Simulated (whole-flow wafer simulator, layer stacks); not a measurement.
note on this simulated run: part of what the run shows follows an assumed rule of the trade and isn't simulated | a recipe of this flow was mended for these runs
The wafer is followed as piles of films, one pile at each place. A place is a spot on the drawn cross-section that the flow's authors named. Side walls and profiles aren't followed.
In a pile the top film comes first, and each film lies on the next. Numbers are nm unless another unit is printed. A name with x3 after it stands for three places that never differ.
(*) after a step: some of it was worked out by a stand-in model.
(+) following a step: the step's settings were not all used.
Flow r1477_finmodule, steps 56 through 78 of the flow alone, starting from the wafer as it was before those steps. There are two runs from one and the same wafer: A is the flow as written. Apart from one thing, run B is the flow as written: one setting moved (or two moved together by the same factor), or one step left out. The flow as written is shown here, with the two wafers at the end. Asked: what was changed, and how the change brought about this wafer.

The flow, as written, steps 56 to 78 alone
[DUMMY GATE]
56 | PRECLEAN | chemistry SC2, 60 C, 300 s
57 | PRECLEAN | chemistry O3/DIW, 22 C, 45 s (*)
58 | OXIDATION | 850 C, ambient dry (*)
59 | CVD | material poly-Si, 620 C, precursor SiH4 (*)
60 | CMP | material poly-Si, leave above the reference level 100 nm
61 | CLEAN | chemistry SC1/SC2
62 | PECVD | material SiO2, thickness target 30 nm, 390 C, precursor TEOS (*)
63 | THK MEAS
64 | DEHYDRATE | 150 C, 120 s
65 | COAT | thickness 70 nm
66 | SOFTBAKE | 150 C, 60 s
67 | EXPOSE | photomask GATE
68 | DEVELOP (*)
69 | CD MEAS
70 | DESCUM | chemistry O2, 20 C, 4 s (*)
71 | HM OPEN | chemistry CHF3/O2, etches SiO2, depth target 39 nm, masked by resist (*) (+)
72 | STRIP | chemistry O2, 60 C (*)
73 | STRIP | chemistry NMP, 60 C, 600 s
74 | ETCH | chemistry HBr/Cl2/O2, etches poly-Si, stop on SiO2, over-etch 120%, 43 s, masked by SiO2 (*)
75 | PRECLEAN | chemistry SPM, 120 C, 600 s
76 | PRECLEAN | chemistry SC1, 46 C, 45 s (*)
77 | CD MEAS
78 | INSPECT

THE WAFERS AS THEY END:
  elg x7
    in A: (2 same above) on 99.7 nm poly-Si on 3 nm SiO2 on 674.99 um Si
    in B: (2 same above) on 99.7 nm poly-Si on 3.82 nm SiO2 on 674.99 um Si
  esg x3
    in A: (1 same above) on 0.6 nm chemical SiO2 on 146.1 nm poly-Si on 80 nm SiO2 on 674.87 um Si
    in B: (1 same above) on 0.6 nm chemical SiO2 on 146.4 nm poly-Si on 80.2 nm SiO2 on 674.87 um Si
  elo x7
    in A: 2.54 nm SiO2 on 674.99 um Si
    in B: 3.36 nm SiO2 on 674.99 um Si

Cause: step 58, OXIDATION: 869 C was run, while the flow as written has 850 C.

The path from the change to this, step by step:
  58 | OXIDATION | 850 C, ambient dry (*)
      elg x7, elo x7: A +3 SiO2 (new film), -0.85 chemical SiO2 (all of it), -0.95 Si | B +3.82 SiO2 (new film), -0.85 chemical SiO2 (all of it), -1.31 Si
